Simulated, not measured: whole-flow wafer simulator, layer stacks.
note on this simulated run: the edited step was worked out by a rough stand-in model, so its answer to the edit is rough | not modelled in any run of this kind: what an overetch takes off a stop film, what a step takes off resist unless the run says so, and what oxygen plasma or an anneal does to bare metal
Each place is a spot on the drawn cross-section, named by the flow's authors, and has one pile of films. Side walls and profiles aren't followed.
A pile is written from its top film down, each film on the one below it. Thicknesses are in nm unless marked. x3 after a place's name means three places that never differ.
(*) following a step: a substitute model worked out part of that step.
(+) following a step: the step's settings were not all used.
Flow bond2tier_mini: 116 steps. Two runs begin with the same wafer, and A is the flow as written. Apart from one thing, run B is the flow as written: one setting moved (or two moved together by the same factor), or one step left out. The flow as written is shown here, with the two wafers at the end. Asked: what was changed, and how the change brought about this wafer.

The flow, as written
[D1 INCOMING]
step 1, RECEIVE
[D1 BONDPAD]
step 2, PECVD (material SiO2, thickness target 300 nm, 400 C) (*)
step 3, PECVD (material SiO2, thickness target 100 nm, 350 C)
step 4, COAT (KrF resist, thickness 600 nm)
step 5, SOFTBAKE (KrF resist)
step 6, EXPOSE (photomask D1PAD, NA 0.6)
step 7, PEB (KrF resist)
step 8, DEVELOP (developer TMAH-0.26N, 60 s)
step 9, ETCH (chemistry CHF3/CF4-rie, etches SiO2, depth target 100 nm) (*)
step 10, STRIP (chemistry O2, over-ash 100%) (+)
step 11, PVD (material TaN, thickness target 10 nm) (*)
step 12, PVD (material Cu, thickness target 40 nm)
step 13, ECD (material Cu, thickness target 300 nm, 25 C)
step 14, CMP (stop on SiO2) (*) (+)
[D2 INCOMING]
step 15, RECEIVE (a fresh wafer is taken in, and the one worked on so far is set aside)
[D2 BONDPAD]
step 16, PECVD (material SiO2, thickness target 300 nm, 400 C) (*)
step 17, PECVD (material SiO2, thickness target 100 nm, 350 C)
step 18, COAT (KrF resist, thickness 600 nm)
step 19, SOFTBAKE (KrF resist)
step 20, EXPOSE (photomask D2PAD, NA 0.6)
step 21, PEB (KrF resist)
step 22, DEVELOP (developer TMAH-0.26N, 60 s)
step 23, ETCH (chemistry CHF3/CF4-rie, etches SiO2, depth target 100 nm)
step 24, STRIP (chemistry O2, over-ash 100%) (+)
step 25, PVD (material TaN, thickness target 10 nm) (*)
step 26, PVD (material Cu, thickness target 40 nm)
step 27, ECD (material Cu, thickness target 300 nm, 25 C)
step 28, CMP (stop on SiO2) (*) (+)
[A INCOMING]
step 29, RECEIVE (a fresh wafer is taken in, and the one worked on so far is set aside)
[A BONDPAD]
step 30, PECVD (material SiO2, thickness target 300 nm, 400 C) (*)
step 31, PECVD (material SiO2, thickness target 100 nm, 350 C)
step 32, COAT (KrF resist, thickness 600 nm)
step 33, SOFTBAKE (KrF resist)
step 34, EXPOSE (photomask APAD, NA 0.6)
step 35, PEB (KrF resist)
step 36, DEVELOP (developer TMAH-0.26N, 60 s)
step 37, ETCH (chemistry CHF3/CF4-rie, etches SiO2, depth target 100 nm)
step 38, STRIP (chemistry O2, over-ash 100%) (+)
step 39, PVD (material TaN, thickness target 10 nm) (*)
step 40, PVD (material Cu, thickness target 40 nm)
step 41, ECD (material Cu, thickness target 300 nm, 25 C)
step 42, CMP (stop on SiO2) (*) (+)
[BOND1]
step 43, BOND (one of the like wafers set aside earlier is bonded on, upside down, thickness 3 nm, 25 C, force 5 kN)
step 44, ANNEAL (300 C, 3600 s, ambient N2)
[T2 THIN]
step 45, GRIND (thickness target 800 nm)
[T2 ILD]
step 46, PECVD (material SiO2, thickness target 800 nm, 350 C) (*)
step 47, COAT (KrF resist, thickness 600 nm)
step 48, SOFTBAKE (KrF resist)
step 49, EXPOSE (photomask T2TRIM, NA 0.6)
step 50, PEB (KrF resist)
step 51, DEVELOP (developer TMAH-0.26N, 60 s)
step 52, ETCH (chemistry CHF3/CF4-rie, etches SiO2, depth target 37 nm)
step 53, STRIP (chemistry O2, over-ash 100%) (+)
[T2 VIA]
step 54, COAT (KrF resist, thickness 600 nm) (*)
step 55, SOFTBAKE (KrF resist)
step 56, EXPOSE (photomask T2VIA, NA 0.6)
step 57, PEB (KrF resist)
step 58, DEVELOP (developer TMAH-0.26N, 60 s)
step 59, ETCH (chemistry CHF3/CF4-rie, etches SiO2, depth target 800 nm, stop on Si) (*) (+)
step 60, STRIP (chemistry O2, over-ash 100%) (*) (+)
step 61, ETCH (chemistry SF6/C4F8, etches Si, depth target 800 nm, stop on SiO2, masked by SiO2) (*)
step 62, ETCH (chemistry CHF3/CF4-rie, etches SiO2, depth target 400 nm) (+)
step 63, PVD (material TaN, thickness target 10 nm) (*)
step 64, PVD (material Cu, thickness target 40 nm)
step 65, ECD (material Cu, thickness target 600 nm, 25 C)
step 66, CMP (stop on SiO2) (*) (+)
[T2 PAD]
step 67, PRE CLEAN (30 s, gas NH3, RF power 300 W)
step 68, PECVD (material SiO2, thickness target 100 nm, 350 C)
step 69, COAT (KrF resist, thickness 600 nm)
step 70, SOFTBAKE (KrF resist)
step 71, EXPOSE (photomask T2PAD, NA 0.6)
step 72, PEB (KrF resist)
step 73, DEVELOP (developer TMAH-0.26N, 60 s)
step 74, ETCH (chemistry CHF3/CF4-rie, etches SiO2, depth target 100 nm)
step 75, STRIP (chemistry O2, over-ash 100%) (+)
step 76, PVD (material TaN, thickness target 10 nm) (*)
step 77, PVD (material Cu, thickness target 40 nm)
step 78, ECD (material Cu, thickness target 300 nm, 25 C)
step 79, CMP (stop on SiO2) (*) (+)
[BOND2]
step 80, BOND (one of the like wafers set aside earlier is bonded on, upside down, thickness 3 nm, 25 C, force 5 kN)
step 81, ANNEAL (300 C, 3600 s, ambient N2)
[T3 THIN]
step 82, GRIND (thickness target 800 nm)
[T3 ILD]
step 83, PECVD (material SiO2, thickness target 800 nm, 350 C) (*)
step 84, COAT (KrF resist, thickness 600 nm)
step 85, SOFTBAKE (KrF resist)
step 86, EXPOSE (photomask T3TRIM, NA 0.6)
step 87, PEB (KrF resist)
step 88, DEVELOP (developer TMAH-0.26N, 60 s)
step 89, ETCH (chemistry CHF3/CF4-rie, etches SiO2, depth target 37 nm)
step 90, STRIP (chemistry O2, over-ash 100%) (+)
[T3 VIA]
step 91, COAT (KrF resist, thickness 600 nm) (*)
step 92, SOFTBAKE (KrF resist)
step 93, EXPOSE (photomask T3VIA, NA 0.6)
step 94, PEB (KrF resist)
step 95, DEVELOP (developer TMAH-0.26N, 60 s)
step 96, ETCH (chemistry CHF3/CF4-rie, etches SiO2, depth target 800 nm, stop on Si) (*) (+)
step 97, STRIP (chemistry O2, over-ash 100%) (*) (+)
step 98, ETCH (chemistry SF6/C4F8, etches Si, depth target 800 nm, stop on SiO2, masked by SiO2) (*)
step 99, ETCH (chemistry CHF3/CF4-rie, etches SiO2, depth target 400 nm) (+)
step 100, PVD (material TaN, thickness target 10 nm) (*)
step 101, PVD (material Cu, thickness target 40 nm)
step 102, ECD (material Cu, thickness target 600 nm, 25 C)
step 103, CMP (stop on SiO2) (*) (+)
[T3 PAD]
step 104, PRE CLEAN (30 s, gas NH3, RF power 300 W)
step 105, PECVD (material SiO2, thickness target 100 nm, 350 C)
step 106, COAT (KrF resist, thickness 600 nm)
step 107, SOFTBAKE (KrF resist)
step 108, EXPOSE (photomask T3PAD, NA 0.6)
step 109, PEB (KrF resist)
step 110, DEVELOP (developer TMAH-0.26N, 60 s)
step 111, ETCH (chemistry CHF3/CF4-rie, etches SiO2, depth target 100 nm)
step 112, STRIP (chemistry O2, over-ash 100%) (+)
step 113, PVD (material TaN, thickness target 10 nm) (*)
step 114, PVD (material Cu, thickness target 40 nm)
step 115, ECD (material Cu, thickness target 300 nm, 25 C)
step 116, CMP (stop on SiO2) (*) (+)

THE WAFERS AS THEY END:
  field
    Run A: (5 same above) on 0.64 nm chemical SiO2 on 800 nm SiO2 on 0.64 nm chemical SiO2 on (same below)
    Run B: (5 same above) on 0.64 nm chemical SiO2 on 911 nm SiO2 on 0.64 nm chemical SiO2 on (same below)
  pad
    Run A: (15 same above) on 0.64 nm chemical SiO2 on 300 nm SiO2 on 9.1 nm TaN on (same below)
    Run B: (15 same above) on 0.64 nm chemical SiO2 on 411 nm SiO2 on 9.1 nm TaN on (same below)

Cause: step 2, PECVD: thickness target 411 nm was run, though the flow has thickness target 300 nm.
The wafer lets one read it off: pad has SiO2 411, and step 2 as written asks for 300 nm.

The path from the change to this, step by step:
  step 2, PECVD (material SiO2, thickness target 300 nm, 400 C) (*)
      field, pad, via: A +300 SiO2 (new film) | B +411 SiO2 (new film)
  step 43, BOND (one of the like wafers set aside earlier is bonded on, upside down, thickness 3 nm, 25 C, force 5 kN)
      field: A +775 um Si (new film), +0.64 chemical SiO2 (new film), +400 SiO2 | B +775 um Si (new film), +0.64 chemical SiO2 (new film), +511 SiO2
      pad: A +775 um Si (new film), +0.64 chemical SiO2 (new film), +300 SiO2 (new film), +9.1 TaN (new film), +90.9 Cu | B +775 um Si (new film), +0.64 chemical SiO2 (new film), +411 SiO2 (new film), +9.1 TaN (new film), +90.9 Cu
      (also at 1 further place)
